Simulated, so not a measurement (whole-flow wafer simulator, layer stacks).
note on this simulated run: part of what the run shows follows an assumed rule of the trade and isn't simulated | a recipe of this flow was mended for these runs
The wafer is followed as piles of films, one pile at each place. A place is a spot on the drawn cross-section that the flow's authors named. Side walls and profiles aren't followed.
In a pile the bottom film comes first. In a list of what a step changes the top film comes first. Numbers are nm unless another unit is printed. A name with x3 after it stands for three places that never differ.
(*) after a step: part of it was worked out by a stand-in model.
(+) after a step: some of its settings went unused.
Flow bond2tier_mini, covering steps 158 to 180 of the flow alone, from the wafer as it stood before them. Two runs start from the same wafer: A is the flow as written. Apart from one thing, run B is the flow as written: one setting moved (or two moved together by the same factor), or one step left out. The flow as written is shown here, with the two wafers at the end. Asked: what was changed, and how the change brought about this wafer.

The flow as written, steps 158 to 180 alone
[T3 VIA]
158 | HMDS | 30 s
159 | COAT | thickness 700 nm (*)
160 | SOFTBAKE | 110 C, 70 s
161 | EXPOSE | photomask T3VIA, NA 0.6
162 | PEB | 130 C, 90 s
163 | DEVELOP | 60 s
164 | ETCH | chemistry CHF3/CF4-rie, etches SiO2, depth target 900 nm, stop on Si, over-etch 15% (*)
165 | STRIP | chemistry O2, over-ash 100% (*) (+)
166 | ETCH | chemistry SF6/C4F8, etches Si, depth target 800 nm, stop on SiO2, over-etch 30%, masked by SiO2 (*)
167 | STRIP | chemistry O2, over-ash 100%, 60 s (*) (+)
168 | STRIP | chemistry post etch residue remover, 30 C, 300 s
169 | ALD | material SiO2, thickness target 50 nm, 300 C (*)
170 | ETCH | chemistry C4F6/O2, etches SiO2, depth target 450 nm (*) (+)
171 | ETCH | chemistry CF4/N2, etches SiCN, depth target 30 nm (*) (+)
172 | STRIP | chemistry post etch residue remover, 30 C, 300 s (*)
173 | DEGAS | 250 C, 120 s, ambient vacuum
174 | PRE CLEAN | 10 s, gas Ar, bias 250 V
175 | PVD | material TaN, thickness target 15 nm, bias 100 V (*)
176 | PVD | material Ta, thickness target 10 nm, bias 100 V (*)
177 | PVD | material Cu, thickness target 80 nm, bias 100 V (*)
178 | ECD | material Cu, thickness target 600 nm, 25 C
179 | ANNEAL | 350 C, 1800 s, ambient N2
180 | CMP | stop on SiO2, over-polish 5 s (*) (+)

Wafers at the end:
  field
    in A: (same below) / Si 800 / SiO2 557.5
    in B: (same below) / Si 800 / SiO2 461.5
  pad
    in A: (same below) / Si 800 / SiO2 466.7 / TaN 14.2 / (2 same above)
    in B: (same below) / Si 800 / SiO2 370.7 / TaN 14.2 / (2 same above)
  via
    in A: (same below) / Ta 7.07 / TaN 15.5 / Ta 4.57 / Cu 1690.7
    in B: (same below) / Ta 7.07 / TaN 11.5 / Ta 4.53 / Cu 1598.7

The reason: step 169, ALD: thickness target 62 nm was run, while the flow as written has thickness target 50 nm; step 170, ETCH: depth target 558 nm was run, where the flow has depth target 450 nm.

Step by step, how the change led to this:
  169 | ALD | material SiO2, thickness target 50 nm, 300 C (*)
      field, pad, via: A SiO2 gains 50 | B SiO2 gains 62
  170 | ETCH | chemistry C4F6/O2, etches SiO2, depth target 450 nm (*) (+)
      field, pad: A SiO2 loses 450 | B SiO2 loses 558
      via: A SiO2 loses 348.1 (all of it), SiCN loses 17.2 | B SiO2 loses 360.1 (all of it), SiCN loses 33.4
  171 | ETCH | chemistry CF4/N2, etches SiCN, depth target 30 nm (*) (+)
      via: A SiCN loses 17.6 (all of it), TaN loses 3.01 | B SiCN loses 1.46 (all of it), TaN loses 6.96
  178 | ECD | material Cu, thickness target 600 nm, 25 C
      via: A Cu gains 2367 | B Cu gains 2275.4
